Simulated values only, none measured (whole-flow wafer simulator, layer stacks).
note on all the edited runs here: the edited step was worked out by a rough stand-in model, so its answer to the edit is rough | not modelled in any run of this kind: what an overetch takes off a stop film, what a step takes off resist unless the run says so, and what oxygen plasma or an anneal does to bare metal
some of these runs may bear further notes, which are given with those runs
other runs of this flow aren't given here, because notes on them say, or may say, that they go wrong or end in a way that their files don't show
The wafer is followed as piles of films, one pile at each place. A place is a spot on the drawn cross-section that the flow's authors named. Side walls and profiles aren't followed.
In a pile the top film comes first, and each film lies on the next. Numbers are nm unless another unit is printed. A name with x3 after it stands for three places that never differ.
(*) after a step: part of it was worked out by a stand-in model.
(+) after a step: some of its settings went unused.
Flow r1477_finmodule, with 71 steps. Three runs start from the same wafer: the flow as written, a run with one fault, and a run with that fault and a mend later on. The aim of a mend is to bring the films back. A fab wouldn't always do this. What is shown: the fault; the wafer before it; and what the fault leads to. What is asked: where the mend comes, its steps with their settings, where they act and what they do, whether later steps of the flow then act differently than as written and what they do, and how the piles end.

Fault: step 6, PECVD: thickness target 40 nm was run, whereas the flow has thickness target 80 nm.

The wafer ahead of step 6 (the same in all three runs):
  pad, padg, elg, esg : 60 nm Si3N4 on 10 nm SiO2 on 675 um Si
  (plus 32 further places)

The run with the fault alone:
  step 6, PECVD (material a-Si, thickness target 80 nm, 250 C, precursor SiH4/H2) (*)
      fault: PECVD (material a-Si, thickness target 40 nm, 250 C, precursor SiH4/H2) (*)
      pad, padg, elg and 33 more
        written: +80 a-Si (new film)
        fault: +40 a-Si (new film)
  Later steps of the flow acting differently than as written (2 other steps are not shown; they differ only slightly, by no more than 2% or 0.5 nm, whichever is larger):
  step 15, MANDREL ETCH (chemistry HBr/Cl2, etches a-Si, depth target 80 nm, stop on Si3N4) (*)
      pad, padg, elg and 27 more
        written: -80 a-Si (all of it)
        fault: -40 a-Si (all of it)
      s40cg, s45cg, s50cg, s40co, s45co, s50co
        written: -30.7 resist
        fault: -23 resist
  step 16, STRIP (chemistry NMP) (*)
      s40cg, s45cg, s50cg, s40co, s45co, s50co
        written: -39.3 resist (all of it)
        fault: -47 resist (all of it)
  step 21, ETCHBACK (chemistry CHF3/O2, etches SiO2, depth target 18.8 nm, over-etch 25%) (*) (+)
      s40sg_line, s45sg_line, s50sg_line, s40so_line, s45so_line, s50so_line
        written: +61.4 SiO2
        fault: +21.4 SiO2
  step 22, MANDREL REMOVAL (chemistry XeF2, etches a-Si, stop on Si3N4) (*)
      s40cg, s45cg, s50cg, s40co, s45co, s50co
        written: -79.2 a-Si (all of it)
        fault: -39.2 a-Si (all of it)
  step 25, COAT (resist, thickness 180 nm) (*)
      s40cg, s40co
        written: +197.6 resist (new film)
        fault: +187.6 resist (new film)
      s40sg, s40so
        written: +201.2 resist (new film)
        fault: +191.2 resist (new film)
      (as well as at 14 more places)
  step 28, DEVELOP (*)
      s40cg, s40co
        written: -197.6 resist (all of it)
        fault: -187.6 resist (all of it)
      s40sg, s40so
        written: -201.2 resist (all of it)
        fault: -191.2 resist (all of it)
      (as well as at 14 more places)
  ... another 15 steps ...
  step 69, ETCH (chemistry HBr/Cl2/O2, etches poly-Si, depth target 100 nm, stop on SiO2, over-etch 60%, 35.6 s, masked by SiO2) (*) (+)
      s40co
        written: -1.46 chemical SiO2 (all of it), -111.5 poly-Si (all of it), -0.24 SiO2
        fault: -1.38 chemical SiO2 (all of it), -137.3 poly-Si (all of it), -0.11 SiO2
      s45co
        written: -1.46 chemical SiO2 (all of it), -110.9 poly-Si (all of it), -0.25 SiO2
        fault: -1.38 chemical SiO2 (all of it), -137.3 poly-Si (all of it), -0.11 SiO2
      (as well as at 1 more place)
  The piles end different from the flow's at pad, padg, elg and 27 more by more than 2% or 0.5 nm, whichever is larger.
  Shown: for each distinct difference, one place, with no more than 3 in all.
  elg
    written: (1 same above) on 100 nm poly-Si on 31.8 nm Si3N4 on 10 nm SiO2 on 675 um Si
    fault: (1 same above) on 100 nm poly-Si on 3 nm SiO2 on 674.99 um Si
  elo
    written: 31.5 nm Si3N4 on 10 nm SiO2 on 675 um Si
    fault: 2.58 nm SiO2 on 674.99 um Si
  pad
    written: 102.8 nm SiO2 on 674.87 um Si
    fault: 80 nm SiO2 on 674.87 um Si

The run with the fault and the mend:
  The mend stands after step 7.
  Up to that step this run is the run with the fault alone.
  step 7a, PECVD (material a-Si, thickness target 40 nm, 250 C, precursor SiH4/H2) (*) (the flow's step 6 again, with other settings)
      pad, padg, elg and 33 more
        +40 a-Si
  None of the later steps of the flow acts differently than as written at any place that is followed.
  At every place that both follow, the piles at the end match the flow's.
